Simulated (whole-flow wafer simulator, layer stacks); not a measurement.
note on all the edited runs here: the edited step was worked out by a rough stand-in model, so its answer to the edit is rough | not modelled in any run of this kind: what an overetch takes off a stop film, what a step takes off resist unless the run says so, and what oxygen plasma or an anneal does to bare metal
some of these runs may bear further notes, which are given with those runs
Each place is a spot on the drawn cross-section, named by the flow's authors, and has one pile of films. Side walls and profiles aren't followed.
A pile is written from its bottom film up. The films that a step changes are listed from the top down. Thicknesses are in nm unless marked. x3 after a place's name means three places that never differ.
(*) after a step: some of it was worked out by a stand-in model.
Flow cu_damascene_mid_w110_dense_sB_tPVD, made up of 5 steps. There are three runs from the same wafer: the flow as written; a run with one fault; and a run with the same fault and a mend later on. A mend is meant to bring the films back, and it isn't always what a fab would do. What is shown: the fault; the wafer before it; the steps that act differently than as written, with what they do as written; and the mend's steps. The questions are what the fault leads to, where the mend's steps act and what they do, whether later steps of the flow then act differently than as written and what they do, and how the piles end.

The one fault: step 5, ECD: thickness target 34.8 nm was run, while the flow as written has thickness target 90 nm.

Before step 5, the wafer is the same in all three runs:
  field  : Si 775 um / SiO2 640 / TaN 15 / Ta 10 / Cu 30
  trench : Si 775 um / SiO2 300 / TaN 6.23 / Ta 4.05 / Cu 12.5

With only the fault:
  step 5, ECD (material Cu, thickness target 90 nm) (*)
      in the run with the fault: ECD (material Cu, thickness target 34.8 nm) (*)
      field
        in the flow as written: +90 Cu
        in the run with the fault: +34.8 Cu
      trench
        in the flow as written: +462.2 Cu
        in the run with the fault: +34.8 Cu
  Later steps of the flow that are run all act as written at every place that is followed.
  The piles end different from the flow's at field, trench by more than 2% or 0.5 nm, whichever is larger.
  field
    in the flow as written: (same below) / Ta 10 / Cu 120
    in the run with the fault: (same below) / Ta 10 / Cu 64.8
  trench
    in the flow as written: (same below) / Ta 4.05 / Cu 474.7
    in the run with the fault: (same below) / Ta 4.05 / Cu 47.3

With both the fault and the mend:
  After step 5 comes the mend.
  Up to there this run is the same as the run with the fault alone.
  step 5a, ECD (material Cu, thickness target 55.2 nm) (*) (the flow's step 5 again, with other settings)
      field
        +55.2 Cu
      trench
        +427.4 Cu
  Later steps of the flow that are run all act as written at every place that is followed.
  At every place that both follow, the piles at the end match the flow's.
